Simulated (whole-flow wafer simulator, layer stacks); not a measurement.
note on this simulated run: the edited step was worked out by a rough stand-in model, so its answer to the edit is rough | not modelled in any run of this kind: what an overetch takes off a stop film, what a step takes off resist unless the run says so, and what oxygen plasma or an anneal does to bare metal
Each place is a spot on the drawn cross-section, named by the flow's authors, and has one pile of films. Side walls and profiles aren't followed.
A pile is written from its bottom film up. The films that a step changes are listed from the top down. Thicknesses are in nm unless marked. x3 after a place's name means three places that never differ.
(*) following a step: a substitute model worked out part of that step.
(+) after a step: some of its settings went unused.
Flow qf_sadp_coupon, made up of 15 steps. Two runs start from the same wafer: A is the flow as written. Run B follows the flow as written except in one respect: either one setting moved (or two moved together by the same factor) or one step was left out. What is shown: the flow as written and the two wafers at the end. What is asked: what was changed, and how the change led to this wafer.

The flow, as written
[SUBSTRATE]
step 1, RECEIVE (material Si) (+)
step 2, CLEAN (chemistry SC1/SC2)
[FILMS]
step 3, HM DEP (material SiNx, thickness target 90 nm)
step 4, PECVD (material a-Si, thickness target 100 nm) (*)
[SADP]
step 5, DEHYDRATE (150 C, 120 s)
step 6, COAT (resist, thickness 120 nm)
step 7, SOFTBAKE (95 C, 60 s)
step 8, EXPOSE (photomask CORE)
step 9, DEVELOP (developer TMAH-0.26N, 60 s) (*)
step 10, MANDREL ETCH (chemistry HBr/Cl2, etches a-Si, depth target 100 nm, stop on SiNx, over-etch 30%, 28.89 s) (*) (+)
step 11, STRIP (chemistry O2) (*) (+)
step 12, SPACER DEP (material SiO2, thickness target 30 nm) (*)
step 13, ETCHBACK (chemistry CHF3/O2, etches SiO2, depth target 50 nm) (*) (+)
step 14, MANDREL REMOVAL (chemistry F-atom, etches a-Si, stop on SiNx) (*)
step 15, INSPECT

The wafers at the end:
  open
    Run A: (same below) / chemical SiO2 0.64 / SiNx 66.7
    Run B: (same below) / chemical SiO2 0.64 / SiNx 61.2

What caused this: step 4, PECVD: thickness target 61.5 nm was run, whereas the flow has thickness target 100 nm.

Step by step, how the change led to this:
  step 4, PECVD (material a-Si, thickness target 100 nm) (*)
      m, open: A +100 a-Si (new film) | B +61.5 a-Si (new film)
  step 10, MANDREL ETCH (chemistry HBr/Cl2, etches a-Si, depth target 100 nm, stop on SiNx, over-etch 30%, 28.89 s) (*) (+)
      open: A -100 a-Si (all of it), -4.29 SiNx | B -61.5 a-Si (all of it), -9.79 SiNx
  step 14, MANDREL REMOVAL (chemistry F-atom, etches a-Si, stop on SiNx) (*)
      m: A -95.8 a-Si (all of it) | B -57.3 a-Si (all of it)
